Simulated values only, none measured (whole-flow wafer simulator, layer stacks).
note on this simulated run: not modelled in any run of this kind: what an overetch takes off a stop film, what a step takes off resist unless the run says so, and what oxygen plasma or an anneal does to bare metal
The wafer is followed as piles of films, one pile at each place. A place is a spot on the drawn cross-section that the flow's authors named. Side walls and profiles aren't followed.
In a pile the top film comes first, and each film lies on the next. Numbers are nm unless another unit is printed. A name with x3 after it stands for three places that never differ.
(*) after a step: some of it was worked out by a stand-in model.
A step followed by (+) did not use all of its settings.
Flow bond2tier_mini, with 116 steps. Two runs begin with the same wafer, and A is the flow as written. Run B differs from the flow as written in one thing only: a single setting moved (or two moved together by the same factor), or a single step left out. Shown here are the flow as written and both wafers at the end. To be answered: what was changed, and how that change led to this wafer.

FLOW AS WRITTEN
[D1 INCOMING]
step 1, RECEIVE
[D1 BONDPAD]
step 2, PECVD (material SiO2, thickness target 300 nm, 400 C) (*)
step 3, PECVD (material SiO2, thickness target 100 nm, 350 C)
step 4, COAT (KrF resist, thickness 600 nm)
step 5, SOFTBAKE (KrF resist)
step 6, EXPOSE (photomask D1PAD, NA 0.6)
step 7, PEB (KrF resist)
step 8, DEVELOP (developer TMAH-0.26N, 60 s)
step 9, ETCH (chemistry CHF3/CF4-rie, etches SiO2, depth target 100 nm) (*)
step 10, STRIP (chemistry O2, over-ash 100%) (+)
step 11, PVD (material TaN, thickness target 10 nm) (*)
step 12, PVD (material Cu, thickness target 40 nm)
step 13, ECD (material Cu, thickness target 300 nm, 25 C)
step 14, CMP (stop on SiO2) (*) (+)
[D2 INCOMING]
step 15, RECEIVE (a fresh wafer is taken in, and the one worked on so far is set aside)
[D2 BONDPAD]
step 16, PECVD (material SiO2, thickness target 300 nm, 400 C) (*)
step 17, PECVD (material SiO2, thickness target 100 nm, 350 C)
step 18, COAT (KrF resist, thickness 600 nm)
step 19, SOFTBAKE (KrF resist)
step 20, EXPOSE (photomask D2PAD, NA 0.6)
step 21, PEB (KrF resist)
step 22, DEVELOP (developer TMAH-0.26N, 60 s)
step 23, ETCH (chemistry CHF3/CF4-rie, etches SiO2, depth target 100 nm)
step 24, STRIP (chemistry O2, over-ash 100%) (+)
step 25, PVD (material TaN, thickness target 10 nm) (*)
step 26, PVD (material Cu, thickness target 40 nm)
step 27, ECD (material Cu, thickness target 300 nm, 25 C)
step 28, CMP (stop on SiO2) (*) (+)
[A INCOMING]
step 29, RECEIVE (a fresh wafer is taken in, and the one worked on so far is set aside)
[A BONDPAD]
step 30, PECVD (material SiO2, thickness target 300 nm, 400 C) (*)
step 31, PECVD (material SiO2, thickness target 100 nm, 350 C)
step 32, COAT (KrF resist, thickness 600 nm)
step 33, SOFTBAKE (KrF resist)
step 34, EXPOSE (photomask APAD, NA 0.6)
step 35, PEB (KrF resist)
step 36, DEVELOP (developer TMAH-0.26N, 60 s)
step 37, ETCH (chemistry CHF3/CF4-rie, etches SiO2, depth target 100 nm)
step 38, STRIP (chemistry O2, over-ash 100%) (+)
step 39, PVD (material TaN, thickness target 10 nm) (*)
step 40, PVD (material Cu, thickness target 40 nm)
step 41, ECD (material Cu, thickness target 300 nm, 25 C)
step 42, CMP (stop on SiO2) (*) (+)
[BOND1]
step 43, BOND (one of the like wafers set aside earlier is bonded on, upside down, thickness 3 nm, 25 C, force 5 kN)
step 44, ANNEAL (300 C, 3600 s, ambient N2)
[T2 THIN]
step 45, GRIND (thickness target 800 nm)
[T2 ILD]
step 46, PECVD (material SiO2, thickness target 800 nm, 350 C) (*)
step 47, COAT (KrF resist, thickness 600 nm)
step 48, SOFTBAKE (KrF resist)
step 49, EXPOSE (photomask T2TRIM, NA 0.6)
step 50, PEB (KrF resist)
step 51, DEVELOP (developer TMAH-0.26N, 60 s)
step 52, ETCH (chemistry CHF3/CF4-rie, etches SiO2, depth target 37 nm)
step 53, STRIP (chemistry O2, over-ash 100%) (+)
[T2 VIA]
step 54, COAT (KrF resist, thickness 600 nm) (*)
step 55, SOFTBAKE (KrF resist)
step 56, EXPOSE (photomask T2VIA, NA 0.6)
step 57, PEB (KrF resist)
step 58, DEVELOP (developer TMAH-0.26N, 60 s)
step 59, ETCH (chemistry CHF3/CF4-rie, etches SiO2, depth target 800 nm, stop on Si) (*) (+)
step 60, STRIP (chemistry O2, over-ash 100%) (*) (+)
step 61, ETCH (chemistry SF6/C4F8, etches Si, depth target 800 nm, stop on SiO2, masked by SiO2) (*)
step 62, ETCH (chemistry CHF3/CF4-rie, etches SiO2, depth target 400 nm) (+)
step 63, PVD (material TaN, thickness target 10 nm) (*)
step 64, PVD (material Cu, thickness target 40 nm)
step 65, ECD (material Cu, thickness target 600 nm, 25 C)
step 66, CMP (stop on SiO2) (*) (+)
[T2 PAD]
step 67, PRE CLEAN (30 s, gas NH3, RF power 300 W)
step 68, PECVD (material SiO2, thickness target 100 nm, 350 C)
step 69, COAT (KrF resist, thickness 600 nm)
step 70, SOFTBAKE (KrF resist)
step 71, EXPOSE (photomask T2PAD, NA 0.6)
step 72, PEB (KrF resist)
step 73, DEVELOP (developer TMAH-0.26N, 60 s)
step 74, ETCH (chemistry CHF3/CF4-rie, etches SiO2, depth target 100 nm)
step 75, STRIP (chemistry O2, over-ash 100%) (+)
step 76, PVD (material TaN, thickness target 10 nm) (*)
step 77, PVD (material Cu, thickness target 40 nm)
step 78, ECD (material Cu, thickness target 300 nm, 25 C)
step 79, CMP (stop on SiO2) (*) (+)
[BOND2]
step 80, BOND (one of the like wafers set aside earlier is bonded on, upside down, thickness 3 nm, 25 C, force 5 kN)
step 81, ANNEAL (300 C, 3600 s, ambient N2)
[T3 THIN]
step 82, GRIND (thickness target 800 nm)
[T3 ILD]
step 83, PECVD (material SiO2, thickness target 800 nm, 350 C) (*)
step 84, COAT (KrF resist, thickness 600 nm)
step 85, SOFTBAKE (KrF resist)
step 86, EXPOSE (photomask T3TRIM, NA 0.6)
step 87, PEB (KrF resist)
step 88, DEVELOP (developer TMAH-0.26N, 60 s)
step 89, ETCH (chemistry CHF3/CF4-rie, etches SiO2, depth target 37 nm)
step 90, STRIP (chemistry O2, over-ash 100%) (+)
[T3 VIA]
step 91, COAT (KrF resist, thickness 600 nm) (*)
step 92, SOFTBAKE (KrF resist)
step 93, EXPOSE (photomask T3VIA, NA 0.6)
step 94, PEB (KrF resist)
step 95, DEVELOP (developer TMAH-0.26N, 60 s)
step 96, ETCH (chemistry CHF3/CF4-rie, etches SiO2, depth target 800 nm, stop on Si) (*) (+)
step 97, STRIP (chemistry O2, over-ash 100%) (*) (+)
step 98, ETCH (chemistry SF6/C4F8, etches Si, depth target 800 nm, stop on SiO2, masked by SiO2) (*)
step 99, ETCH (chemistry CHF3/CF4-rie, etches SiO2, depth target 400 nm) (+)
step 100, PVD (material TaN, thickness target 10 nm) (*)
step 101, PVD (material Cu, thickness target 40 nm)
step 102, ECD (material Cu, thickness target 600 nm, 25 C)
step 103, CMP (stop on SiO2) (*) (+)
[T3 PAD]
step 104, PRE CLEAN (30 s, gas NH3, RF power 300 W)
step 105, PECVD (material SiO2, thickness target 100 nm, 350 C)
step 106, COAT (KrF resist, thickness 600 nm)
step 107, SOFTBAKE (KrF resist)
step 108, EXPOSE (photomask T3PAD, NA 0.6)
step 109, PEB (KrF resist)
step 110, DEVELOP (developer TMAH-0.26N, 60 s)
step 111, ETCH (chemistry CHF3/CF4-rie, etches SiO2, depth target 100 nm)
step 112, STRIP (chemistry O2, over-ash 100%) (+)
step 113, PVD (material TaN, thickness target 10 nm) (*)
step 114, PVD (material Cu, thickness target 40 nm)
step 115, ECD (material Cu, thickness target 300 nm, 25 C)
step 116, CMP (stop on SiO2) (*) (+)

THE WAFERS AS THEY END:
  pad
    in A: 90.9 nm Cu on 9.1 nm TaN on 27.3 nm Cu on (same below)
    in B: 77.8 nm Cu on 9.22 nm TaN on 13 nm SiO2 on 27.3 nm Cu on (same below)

The reason: step 111, ETCH: depth target 87 nm was run, whereas the flow has depth target 100 nm.

How this came from the change, step by step:
  step 111, ETCH (chemistry CHF3/CF4-rie, etches SiO2, depth target 100 nm)
      pad: A -100 SiO2 (all of it) | B -87 SiO2
      field: A -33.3 KrF resist | B -29 KrF resist
  step 115, ECD (material Cu, thickness target 300 nm, 25 C)
      pad: A +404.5 Cu | B +390.9 Cu
If metal films that touch count as one body, pad has 4 bodies (between them, from the top down: SiO2 13; SiO2 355 / Si 800 / chemical SiO2 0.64 / SiO2 300; SiO2 355 / Si 800 / chemical SiO2 0.64 / SiO2 300); the flow as written gives 3 bodies (between them, from the top down: SiO2 355 / Si 800 / chemical SiO2 0.64 / SiO2 300; SiO2 355 / Si 800 / chemical SiO2 0.64 / SiO2 300).
